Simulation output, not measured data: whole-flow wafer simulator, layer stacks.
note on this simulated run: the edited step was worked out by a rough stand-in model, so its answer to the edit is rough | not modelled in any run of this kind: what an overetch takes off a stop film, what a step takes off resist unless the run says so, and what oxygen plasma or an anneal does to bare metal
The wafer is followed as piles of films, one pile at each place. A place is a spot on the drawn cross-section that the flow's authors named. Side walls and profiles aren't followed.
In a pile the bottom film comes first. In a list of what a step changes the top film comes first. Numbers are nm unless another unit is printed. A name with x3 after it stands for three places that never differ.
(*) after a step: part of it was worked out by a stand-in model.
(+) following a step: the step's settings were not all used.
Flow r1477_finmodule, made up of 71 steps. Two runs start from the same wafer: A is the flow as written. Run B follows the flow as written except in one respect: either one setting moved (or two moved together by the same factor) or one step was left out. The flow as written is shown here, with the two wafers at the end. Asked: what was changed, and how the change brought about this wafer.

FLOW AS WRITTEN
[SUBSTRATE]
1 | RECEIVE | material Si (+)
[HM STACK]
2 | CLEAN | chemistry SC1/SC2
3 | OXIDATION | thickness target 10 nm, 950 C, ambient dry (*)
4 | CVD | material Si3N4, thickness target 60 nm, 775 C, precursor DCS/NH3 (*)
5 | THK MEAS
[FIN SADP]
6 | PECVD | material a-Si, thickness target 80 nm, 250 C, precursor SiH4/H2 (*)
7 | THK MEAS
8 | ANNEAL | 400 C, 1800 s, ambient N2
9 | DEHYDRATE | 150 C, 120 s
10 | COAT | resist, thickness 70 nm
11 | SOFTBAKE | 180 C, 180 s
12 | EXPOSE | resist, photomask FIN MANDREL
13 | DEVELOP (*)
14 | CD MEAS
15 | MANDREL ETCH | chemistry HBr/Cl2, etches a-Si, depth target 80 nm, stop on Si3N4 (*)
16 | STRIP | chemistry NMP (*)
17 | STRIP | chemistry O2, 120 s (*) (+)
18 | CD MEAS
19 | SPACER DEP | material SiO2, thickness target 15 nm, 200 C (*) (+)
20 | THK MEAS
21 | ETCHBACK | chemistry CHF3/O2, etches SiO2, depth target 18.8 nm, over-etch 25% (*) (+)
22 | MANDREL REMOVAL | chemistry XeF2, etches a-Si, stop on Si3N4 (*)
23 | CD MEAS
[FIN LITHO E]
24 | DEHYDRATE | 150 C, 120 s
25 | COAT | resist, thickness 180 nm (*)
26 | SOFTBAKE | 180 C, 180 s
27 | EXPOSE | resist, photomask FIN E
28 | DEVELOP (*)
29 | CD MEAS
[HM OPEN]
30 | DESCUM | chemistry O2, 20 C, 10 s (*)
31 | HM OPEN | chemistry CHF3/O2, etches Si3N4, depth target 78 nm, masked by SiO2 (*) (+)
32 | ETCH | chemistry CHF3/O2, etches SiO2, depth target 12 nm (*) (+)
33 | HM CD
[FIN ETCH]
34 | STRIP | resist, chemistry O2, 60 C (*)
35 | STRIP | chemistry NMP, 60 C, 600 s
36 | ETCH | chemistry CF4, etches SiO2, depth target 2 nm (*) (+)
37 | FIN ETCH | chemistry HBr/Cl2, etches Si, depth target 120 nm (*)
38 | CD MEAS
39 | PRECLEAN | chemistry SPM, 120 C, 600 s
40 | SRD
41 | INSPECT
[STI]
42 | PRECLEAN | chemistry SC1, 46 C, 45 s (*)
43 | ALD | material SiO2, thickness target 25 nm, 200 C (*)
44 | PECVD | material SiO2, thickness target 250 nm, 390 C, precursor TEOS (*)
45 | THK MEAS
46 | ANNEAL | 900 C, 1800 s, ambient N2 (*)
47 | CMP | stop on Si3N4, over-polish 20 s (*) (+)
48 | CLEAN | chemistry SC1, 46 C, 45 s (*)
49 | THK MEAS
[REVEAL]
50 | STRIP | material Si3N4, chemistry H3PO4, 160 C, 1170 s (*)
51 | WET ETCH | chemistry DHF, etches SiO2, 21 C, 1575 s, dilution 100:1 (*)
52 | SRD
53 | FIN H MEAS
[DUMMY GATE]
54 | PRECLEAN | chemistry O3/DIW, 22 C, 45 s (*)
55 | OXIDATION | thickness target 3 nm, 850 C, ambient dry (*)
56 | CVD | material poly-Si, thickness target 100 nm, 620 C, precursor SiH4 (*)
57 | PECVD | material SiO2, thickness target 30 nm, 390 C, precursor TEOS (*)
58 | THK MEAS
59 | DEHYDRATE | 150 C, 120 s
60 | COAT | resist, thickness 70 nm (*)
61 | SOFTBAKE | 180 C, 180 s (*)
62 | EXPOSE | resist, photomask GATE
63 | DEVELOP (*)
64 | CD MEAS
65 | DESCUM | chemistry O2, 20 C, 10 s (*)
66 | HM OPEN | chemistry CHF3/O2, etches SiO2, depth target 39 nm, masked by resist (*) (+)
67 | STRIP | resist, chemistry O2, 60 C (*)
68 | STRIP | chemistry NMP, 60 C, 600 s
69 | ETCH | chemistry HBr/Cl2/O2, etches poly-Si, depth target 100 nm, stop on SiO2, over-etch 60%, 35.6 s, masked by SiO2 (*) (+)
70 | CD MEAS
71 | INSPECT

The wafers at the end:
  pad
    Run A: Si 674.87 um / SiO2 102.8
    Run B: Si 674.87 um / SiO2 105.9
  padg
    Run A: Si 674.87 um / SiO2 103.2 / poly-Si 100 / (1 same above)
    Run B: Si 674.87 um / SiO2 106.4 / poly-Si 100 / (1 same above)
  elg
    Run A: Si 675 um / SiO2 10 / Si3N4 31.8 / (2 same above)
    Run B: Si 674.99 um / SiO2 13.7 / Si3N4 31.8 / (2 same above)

What caused this: step 3, OXIDATION: thickness target 13.7 nm was run, while the flow as written has thickness target 10 nm.
One can read it off the wafer: elg has SiO2 13.7, and step 3 as written asks for 10 nm.

How this came from the change, step by step:
  3 | OXIDATION | thickness target 10 nm, 950 C, ambient dry (*)
      pad, padg, elg and 33 more: A SiO2 gains 10 (new film), chemical SiO2 loses 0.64 (all of it), Si loses 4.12 | B SiO2 gains 13.7 (new film), chemical SiO2 loses 0.64 (all of it), Si loses 5.74
  31 | HM OPEN | chemistry CHF3/O2, etches Si3N4, depth target 78 nm, masked by SiO2 (*) (+)
      pad, padg, esg and 13 more: A Si3N4 loses 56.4 (all of it), SiO2 loses 10 (all of it) | B Si3N4 loses 56.4 (all of it), SiO2 loses 10.8
  32 | ETCH | chemistry CHF3/O2, etches SiO2, depth target 12 nm (*) (+)
      pad, padg, e40sg and 11 more: A Si loses 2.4 | B SiO2 loses 2.89 (all of it), Si loses 1.82
      esg, eso: A Si loses 1.77 | B SiO2 loses 2.89 (all of it), Si loses 1.82
      (and at 6 other places as well)
  47 | CMP | stop on Si3N4, over-polish 20 s (*) (+)
      pad, padg, e40sg and 11 more: A SiO2 loses 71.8 | B SiO2 loses 68.6
      eso: A SiO2 loses 72.4 | B SiO2 loses 68.6
  51 | WET ETCH | chemistry DHF, etches SiO2, 21 C, 1575 s, dilution 100:1 (*)
      s40sg_line, s45sg_line, s50sg_line, s40so_line, s45so_line, s50so_line: A SiO2 loses 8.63 (all of it) | B SiO2 loses 12.3 (all of it)
  56 | CVD | material poly-Si, thickness target 100 nm, 620 C, precursor SiH4 (*)
      s40cg, s40co: A poly-Si gains 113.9 (new film) | B poly-Si gains 110.2 (new film)
      s45cg, s45co: A poly-Si gains 113.4 (new film) | B poly-Si gains 109.7 (new film)
      (and at 2 other places as well)
  60 | COAT | resist, thickness 70 nm (*)
      s40sg, s40so: A resist gains 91 (new film) | B resist gains 87.5 (new film)
      s45sg, s45so: A resist gains 91 (new film) | B resist gains 87.4 (new film)
      (and at 2 other places as well)
  63 | DEVELOP (*)
      s40so: A resist loses 91 (all of it) | B resist loses 87.5 (all of it)
      s45so: A resist loses 91 (all of it) | B resist loses 87.4 (all of it)
      (and at 1 other place as well)
  67 | STRIP | resist, chemistry O2, 60 C (*)
      s40sg: A resist loses 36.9 (all of it) | B resist loses 33.4 (all of it)
      s45sg: A resist loses 36.9 (all of it) | B resist loses 33.3 (all of it)
      (and at 1 other place as well)
  69 | ETCH | chemistry HBr/Cl2/O2, etches poly-Si, depth target 100 nm, stop on SiO2, over-etch 60%, 35.6 s, masked by SiO2 (*) (+)
      s40co: A chemical SiO2 loses 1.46 (all of it), poly-Si loses 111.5 (all of it), SiO2 loses 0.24 | B chemical SiO2 loses 1.46 (all of it), poly-Si loses 107.8 (all of it), SiO2 loses 0.26
      s45co: A chemical SiO2 loses 1.46 (all of it), poly-Si loses 110.9 (all of it), SiO2 loses 0.25 | B chemical SiO2 loses 1.46 (all of it), poly-Si loses 107.2 (all of it), SiO2 loses 0.26
      (and at 1 other place as well)
